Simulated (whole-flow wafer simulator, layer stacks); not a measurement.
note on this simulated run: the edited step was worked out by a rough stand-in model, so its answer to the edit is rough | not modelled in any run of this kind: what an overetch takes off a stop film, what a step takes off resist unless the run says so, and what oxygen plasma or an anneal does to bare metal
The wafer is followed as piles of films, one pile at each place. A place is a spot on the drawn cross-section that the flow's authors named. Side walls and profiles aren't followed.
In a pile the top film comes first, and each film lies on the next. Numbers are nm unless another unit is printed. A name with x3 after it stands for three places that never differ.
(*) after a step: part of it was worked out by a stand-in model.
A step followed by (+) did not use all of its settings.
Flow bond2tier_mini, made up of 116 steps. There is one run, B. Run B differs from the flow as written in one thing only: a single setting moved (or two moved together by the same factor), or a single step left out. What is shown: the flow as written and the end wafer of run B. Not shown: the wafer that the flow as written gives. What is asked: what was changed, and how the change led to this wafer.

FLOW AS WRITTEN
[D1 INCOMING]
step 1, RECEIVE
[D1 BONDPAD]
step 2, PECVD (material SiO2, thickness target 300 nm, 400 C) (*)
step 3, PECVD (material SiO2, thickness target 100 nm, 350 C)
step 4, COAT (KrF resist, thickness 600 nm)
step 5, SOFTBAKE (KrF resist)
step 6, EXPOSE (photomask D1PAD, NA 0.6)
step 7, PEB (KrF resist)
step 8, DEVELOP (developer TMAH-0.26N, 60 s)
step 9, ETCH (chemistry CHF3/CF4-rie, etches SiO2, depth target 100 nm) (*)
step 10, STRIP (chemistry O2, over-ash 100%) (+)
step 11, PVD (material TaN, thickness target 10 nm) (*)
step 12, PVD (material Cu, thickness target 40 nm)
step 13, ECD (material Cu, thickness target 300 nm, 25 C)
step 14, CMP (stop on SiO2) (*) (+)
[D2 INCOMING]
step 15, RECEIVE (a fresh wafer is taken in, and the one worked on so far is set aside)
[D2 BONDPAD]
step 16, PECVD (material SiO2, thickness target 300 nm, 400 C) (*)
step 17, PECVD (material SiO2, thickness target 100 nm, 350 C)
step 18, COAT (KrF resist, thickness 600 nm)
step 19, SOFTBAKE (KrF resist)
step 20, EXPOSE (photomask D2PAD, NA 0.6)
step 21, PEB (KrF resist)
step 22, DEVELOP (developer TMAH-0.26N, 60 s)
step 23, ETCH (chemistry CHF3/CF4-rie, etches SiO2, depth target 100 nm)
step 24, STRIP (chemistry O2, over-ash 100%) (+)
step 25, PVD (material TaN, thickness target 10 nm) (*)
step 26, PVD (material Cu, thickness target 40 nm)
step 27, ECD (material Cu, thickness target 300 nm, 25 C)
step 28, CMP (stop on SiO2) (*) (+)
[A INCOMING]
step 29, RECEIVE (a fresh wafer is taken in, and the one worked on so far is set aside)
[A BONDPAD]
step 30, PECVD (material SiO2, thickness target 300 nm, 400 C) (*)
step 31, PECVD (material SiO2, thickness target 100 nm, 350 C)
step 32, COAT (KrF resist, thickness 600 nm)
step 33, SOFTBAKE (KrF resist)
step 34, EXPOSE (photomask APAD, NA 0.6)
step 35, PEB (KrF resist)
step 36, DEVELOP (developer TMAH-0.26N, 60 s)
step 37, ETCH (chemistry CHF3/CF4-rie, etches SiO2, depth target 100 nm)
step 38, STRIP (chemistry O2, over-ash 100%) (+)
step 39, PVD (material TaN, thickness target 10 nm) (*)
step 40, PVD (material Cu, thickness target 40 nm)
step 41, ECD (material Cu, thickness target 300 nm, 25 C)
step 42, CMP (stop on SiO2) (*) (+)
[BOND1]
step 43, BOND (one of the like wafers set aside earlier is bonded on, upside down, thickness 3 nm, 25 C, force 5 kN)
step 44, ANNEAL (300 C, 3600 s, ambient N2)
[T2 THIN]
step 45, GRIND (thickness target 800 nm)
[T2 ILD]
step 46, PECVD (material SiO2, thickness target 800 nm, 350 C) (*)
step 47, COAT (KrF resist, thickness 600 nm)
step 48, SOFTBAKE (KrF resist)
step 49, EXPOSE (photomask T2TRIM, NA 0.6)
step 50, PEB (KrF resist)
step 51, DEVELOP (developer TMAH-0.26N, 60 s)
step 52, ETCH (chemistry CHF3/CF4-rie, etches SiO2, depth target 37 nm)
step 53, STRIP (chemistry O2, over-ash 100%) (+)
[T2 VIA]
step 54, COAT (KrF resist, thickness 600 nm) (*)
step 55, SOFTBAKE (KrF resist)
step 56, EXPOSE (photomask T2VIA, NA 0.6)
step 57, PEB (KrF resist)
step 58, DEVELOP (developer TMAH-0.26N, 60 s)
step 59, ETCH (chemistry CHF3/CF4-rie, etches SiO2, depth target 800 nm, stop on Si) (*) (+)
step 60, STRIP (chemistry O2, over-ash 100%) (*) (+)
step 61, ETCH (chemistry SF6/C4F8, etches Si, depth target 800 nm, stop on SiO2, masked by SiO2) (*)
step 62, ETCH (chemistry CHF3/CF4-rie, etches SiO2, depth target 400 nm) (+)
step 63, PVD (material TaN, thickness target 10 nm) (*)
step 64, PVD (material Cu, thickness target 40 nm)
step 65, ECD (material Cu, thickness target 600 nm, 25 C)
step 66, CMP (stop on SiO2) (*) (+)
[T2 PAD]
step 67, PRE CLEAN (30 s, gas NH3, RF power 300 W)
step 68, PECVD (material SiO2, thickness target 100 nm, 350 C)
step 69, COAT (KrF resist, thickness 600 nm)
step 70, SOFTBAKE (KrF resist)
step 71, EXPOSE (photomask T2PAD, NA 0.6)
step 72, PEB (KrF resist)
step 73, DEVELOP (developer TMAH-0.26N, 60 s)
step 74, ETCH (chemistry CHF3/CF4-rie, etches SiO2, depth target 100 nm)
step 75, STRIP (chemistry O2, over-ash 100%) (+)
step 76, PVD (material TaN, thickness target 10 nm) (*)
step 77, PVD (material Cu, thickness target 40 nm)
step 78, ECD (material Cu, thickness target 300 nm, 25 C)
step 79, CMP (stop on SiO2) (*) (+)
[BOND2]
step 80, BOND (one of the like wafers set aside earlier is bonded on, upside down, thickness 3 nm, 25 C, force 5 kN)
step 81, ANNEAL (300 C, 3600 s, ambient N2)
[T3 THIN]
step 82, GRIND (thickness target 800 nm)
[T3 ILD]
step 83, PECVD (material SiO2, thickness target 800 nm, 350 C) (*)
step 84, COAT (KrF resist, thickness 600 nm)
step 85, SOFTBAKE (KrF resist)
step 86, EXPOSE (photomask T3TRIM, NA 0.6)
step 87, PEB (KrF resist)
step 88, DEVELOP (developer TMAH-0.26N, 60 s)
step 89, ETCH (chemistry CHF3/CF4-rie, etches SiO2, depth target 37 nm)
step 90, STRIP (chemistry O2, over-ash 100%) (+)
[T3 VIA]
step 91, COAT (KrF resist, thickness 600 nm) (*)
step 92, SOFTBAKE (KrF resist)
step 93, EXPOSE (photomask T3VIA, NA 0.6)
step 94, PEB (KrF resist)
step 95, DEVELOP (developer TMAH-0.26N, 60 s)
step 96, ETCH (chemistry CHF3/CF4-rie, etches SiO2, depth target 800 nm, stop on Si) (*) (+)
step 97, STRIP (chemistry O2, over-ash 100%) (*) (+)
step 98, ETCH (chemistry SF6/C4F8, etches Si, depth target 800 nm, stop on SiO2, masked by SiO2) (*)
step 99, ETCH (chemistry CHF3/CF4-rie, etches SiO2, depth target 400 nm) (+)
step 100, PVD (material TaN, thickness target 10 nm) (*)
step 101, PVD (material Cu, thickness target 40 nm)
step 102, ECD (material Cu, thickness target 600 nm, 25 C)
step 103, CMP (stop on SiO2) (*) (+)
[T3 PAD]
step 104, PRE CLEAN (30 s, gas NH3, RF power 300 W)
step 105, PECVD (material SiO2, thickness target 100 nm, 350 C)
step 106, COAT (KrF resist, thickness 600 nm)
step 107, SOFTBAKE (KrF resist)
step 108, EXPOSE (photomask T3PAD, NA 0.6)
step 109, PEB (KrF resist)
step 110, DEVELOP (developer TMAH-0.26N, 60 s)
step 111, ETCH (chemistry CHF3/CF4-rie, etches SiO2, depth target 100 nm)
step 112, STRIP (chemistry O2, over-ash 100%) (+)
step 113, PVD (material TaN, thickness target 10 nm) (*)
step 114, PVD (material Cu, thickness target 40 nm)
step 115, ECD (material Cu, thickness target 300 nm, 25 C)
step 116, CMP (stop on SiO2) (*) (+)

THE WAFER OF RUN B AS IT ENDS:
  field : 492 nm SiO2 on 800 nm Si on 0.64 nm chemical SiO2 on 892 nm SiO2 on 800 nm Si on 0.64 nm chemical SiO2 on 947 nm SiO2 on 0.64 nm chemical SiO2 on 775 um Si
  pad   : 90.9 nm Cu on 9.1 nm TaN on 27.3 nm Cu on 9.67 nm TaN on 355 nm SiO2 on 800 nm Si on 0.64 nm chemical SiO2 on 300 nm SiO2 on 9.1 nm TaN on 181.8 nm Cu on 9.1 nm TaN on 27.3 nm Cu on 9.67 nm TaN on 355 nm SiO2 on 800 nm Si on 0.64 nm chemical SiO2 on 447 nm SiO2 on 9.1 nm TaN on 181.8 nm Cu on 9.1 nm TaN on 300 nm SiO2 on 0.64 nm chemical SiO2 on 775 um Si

Cause: step 2, PECVD: thickness target 447 nm was run, though the flow has thickness target 300 nm.
The wafer lets one read it off: pad has SiO2 447, and step 2 as written asks for 300 nm.

How this came from the change, step by step:
  step 2, PECVD (material SiO2, thickness target 300 nm, 400 C) (*)
      field, pad, via: SiO2 gains 447 (new film) (as written it would have been: SiO2 gains 300 (new film))
  step 43, BOND (one of the like wafers set aside earlier is bonded on, upside down, thickness 3 nm, 25 C, force 5 kN)
      field: Si gains 775 um (new film), chemical SiO2 gains 0.64 (new film), SiO2 gains 547 (as written it would have been: Si gains 775 um (new film), chemical SiO2 gains 0.64 (new film), SiO2 gains 400)
      pad: Si gains 775 um (new film), chemical SiO2 gains 0.64 (new film), SiO2 gains 447 (new film), TaN gains 9.1 (new film), Cu gains 90.9 (as written it would have been: Si gains 775 um (new film), chemical SiO2 gains 0.64 (new film), SiO2 gains 300 (new film), TaN gains 9.1 (new film), Cu gains 90.9)
      (and at 1 other place as well)
